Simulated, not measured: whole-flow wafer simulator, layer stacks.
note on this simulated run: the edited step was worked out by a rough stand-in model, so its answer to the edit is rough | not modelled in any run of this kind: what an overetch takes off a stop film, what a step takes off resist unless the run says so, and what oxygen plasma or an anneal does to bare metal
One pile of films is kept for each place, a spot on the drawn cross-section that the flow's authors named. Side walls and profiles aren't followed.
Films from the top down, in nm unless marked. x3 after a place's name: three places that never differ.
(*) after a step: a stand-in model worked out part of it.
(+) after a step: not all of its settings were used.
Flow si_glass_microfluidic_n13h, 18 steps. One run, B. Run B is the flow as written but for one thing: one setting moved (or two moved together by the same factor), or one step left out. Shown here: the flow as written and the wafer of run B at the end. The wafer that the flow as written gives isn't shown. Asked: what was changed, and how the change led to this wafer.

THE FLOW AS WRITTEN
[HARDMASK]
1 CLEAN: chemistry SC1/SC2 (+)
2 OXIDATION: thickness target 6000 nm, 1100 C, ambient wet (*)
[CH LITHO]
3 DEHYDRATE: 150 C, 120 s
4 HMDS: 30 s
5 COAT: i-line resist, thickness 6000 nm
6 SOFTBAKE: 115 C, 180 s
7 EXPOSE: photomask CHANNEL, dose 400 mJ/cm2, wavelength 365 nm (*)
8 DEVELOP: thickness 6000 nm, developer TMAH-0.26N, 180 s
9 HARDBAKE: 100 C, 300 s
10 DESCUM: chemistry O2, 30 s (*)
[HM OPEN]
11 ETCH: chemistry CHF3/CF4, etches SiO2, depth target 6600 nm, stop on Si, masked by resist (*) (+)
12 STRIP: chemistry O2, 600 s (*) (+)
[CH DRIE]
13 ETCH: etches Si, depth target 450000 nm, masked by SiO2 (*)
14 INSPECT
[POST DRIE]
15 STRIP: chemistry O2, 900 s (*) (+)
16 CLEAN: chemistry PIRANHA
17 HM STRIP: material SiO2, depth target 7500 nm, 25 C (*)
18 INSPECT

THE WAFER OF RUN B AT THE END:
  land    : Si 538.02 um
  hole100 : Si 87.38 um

The cause: step 2, OXIDATION: thickness target 4500 nm was run, where the flow has thickness target 6000 nm.

How the change led to this, step by step:
  2 OXIDATION: thickness target 6000 nm, 1100 C, ambient wet (*)
      land, hole100: SiO2 +4500 (new film), chemical SiO2 -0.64 (all of it), Si -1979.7 (as written it would be: SiO2 +6000 (new film), chemical SiO2 -0.64 (all of it), Si -2639.7)
  11 ETCH: chemistry CHF3/CF4, etches SiO2, depth target 6600 nm, stop on Si, masked by resist (*) (+)
      hole100: SiO2 -4500 (all of it) (as written it would be: SiO2 -6000 (all of it))
  17 HM STRIP: material SiO2, depth target 7500 nm, 25 C (*)
      land: SiO2 -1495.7 (all of it) (as written it would be: SiO2 -2995.7 (all of it))
